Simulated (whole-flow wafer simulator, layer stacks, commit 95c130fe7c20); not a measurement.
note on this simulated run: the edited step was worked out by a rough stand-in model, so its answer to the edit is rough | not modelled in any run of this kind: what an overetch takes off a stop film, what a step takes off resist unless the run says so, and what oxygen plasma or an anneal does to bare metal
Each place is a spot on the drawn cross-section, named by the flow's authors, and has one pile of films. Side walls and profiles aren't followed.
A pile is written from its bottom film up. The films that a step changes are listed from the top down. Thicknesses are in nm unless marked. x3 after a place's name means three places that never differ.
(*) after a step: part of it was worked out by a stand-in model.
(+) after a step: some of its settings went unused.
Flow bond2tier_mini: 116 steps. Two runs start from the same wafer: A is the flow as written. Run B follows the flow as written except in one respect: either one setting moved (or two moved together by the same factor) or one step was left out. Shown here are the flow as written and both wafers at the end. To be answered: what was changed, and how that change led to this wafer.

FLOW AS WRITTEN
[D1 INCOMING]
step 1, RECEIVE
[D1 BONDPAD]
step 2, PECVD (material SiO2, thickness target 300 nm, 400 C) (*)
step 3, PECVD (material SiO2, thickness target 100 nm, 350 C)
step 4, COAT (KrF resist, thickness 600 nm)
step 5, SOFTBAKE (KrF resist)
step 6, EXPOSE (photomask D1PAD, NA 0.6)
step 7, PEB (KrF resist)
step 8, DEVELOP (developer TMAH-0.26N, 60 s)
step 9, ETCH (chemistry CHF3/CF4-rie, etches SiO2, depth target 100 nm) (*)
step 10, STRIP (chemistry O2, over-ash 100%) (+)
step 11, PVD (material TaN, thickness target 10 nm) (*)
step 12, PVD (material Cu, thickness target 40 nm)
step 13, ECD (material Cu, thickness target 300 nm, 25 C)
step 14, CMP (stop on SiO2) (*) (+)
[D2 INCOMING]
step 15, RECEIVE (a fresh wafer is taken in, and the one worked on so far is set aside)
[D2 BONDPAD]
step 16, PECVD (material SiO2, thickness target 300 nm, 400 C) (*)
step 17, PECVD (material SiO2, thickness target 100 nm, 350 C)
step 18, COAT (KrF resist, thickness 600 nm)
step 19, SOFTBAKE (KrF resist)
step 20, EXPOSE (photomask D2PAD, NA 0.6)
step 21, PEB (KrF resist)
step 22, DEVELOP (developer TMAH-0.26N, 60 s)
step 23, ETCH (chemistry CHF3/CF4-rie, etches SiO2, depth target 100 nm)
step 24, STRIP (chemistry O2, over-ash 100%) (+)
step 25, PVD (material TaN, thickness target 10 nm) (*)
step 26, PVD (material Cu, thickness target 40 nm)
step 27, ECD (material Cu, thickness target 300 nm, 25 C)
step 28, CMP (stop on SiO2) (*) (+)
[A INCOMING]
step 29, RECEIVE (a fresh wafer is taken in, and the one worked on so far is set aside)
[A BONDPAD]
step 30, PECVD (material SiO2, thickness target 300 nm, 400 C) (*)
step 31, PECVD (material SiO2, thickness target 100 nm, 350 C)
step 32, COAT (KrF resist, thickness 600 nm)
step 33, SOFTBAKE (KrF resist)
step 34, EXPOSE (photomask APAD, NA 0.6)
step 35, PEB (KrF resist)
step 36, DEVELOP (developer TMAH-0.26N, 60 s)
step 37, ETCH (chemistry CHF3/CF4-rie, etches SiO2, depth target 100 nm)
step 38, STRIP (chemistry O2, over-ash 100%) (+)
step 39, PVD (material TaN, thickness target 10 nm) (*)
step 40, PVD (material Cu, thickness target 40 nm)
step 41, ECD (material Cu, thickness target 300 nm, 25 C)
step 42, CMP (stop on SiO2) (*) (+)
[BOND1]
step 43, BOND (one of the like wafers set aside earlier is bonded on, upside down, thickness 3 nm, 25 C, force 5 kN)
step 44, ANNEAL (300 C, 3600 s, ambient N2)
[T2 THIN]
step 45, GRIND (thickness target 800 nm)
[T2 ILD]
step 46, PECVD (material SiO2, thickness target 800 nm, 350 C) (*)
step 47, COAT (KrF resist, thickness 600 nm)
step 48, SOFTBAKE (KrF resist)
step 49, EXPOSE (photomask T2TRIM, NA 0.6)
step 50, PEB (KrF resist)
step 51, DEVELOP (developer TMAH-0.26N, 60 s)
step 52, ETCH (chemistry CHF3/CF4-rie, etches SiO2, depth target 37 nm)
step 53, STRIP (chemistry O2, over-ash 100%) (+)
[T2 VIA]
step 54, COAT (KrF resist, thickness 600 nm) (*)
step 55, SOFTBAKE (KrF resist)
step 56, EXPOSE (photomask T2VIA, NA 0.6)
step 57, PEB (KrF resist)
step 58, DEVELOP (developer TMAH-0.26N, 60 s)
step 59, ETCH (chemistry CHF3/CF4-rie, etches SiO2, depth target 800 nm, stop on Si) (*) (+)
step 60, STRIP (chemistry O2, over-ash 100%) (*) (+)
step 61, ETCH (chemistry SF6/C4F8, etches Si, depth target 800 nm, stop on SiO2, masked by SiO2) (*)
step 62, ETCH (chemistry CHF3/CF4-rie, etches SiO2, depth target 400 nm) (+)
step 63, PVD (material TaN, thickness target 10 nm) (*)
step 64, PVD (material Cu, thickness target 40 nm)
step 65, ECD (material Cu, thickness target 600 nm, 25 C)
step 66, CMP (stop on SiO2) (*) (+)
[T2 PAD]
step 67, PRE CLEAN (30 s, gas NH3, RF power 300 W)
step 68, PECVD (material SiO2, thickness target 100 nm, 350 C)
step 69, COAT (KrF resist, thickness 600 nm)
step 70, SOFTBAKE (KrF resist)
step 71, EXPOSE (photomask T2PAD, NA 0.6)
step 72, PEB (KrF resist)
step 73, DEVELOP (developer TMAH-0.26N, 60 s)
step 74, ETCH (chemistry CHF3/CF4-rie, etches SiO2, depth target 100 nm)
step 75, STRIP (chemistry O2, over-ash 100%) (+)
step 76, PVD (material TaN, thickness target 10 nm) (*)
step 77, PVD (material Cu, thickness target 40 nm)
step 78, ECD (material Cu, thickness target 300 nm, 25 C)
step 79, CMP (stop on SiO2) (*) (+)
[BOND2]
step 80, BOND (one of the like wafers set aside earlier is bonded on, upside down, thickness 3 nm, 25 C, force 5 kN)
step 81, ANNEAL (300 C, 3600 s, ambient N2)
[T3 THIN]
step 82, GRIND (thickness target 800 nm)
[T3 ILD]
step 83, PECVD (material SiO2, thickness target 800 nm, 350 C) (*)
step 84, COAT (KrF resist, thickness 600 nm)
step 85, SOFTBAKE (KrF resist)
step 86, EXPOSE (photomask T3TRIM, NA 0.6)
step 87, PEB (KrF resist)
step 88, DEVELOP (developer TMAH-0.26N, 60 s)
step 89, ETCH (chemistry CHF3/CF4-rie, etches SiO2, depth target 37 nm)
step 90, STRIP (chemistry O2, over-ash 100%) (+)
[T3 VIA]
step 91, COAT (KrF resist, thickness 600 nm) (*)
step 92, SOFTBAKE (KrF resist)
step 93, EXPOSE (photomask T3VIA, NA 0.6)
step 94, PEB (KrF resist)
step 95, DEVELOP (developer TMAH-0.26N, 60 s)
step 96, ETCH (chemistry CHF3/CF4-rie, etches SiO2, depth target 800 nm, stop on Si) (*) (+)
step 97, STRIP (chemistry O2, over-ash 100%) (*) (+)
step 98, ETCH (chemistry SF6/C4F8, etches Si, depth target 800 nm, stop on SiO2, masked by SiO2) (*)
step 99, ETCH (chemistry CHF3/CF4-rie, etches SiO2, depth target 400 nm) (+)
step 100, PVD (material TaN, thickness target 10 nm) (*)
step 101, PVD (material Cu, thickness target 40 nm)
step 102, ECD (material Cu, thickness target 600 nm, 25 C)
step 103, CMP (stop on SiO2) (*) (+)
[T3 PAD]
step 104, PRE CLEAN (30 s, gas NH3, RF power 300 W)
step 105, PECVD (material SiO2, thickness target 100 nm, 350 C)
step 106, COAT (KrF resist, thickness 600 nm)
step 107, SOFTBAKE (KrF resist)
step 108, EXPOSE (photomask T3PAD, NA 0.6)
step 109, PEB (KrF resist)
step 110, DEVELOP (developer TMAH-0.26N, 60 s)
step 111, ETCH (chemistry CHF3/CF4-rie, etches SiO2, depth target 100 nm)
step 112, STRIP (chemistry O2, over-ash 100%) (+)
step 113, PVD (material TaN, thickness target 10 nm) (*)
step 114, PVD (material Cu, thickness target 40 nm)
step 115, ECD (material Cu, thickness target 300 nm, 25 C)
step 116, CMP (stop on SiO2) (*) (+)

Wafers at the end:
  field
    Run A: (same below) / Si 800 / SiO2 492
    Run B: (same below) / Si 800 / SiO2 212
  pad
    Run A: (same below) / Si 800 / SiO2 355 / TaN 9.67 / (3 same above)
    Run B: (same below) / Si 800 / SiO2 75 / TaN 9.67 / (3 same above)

Cause: step 83, PECVD: thickness target 520 nm was run, while the flow as written has thickness target 800 nm.

How this came from the change, step by step:
  step 83, PECVD (material SiO2, thickness target 800 nm, 350 C) (*)
      field, pad: A SiO2 gains 800 (new film) | B SiO2 gains 520 (new film)
  step 96, ETCH (chemistry CHF3/CF4-rie, etches SiO2, depth target 800 nm, stop on Si) (*) (+)
      field, pad: A KrF resist loses 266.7 | B KrF resist loses 241.5
  step 97, STRIP (chemistry O2, over-ash 100%) (*) (+)
      field: A KrF resist loses 303.9 (all of it) | B KrF resist loses 329.1 (all of it)
      pad: A KrF resist loses 336 (all of it) | B KrF resist loses 361.1 (all of it)
